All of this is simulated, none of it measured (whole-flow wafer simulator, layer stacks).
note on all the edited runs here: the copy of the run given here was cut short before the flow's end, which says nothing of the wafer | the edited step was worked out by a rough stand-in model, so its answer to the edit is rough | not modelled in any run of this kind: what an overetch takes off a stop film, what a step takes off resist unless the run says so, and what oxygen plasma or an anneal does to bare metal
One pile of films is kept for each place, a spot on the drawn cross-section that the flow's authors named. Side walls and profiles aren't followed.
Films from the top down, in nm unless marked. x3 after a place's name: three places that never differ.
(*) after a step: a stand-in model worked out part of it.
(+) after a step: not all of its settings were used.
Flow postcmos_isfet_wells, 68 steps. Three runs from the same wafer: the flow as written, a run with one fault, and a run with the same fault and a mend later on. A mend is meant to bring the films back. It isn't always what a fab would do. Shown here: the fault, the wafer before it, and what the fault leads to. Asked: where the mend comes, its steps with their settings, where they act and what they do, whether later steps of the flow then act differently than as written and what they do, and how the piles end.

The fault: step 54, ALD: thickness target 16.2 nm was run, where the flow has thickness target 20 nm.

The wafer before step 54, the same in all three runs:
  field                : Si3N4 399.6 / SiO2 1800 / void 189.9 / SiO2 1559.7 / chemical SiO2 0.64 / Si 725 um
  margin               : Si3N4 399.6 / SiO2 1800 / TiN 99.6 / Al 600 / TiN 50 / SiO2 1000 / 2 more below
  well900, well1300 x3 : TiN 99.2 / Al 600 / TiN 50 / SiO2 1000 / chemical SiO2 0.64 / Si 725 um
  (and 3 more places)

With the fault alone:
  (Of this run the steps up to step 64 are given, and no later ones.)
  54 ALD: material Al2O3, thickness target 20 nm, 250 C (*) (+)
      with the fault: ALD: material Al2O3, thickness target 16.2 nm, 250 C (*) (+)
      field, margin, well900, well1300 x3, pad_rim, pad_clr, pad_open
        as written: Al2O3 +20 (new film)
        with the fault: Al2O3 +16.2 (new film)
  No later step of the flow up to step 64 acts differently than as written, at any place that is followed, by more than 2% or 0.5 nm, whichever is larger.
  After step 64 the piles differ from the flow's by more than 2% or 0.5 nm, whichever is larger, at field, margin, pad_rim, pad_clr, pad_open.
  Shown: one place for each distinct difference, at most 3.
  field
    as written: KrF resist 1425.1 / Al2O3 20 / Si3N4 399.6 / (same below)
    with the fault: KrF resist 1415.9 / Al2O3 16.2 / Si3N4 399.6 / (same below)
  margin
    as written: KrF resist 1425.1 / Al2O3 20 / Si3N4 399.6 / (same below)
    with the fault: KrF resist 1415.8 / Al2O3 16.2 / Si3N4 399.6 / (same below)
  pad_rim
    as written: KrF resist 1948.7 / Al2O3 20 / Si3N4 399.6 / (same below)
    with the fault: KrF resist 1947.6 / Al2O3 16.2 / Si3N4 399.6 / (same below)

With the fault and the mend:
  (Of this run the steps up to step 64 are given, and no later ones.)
  The mend comes after step 54.
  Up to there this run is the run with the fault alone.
  54a ALD: material Al2O3, thickness target 3.8 nm, 250 C (*) (+) (the flow's step 54 once more, with other settings)
      field, margin, well900, well1300 x3, pad_rim, pad_clr, pad_open
        Al2O3 +3.8
  No later step of the flow up to step 64 acts differently than as written at any place that is followed.
  After step 64 the piles are the same as the flow's at every place that both follow.
